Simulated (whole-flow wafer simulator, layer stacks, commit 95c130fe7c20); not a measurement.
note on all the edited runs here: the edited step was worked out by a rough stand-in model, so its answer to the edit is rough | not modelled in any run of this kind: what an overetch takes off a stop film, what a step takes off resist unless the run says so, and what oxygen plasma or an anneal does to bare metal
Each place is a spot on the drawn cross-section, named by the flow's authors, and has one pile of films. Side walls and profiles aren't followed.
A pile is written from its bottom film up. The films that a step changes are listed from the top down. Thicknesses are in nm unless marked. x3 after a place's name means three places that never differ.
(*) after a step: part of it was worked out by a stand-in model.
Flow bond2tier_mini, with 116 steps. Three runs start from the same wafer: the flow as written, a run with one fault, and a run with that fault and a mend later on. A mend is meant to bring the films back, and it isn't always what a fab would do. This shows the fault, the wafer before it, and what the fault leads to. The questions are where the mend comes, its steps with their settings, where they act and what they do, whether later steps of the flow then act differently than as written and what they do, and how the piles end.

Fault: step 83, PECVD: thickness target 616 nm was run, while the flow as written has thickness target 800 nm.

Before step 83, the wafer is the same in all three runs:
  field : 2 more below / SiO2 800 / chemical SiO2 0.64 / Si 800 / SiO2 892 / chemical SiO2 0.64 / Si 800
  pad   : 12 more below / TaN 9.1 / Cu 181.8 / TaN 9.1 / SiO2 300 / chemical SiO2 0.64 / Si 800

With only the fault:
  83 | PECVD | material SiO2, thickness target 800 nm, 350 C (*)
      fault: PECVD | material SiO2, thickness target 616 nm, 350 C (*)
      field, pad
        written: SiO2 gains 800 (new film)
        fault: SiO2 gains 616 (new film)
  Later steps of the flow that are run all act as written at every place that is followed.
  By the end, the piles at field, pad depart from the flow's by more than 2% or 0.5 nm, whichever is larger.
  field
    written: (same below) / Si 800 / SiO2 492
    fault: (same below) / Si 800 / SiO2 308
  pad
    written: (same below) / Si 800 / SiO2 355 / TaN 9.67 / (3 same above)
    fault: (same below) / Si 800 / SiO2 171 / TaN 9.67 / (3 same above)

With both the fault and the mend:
  The mend stands after step 83.
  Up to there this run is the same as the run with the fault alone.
  83a | PECVD | material SiO2, thickness target 184 nm, 350 C (the flow's step 83, run once more with other settings)
      field, pad
        SiO2 gains 184
  Later steps of the flow that are run all act as written at every place that is followed.
  At every place that both follow, the piles at the end match the flow's.
